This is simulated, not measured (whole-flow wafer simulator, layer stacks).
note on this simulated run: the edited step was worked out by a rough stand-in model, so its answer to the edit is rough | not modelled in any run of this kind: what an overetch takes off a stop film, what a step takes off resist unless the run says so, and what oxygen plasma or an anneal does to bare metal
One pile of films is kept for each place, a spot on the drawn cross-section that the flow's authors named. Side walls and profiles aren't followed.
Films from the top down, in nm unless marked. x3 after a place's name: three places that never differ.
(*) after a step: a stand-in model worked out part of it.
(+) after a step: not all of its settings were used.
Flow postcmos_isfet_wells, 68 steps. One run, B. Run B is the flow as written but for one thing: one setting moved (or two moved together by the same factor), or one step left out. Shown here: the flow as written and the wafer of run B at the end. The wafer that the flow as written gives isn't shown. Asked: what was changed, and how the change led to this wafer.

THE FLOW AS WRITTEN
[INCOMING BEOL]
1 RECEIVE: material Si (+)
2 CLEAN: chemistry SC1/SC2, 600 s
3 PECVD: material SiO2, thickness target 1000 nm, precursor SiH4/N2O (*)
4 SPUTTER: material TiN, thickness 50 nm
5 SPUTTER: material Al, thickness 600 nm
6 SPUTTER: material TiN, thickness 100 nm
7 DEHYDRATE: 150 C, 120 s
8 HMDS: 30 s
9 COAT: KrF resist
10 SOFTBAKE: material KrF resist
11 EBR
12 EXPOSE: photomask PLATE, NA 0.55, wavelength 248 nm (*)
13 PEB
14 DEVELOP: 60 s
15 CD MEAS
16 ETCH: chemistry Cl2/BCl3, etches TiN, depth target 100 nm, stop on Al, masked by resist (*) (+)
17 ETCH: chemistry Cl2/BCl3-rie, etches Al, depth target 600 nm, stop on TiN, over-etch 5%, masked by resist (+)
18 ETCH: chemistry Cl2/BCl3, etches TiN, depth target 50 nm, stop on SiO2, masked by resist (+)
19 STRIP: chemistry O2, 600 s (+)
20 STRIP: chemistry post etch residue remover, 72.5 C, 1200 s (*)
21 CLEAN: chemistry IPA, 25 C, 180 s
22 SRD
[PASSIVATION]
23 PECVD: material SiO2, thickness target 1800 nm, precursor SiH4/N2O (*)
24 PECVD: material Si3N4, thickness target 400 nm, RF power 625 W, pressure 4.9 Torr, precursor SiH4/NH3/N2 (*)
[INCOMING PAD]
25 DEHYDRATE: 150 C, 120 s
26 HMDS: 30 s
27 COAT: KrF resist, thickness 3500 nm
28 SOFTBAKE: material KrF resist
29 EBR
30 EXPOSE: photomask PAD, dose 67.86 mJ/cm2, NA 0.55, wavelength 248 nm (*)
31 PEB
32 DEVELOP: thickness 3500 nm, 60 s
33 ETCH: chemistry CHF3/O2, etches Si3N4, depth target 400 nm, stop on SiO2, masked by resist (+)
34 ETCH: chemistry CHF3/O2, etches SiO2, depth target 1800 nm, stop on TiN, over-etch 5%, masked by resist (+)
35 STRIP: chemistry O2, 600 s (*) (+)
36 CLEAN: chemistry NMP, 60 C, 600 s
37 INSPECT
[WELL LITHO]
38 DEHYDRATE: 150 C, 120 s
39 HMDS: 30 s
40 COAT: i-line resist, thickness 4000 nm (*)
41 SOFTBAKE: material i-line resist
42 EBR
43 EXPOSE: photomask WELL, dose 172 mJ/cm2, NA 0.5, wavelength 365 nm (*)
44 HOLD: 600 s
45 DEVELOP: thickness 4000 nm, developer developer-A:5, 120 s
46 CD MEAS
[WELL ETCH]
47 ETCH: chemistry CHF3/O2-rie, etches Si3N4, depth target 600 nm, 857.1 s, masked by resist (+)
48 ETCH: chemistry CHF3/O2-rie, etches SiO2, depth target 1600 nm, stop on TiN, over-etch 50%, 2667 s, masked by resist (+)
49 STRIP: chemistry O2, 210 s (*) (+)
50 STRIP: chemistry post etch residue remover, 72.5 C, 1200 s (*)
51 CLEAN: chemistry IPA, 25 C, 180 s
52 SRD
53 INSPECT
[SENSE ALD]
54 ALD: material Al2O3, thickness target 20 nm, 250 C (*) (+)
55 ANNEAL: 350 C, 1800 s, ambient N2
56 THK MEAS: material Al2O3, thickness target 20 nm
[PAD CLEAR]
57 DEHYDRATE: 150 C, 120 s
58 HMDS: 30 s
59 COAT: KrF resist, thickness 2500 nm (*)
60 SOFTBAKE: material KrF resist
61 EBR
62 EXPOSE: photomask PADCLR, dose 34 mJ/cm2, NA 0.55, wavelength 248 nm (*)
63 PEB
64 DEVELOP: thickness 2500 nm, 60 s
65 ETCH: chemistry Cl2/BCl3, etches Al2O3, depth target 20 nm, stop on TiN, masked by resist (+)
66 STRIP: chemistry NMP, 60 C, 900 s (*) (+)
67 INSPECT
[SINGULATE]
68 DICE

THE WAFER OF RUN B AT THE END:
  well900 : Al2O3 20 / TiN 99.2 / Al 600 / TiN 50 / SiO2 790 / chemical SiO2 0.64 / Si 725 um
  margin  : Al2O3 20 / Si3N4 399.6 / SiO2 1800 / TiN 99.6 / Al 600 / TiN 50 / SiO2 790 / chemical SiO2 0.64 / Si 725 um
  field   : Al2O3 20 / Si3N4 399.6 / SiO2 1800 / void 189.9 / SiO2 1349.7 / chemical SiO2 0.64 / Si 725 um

The cause: step 3, PECVD: thickness target 790 nm was run, where the flow has thickness target 1000 nm.
It can be read off the wafer: well900 has SiO2 790, and step 3 as written asks for 1000 nm.

How the change led to this, step by step:
  3 PECVD: material SiO2, thickness target 1000 nm, precursor SiH4/N2O (*)
      field, margin, well900, well1300 x3, pad_rim, pad_clr, pad_open: SiO2 +790 (new film) (as written it would be: SiO2 +1000 (new film))
